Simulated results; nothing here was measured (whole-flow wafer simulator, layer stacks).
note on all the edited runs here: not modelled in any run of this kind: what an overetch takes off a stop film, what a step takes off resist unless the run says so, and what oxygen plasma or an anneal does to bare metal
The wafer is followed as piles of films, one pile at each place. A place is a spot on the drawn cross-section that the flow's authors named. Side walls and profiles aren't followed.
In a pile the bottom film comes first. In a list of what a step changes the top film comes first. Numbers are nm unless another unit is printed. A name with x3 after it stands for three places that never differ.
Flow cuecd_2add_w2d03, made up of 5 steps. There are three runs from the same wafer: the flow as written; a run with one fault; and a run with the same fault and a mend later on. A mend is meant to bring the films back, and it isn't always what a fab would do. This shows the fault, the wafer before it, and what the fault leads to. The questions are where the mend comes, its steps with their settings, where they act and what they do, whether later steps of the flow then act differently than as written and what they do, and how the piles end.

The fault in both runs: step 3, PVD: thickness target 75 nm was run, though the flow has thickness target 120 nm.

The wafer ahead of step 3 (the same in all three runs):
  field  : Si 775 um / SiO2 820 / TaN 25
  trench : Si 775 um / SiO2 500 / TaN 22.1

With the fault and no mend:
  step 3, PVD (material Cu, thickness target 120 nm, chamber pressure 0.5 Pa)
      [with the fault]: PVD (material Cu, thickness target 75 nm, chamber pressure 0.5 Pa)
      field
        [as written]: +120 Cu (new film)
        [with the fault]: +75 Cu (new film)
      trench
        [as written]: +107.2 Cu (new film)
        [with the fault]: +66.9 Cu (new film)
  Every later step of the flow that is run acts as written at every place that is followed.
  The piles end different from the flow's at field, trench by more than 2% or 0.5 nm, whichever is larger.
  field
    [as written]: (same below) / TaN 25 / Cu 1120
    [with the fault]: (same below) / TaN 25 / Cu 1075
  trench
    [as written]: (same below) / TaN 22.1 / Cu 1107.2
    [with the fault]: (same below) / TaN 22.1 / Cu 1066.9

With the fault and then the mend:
  After step 3 comes the mend.
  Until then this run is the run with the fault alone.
  step 3a, PVD (material Cu, thickness target 45 nm, chamber pressure 0.5 Pa) (the flow's step 3, run once more with other settings)
      field
        +45 Cu
      trench
        +39.8 Cu
  Every later step of the flow that is run acts as written at every place that is followed.
  The piles end only slightly different from the flow's at the places that both follow, by no more than 2% or 0.5 nm, whichever is larger.
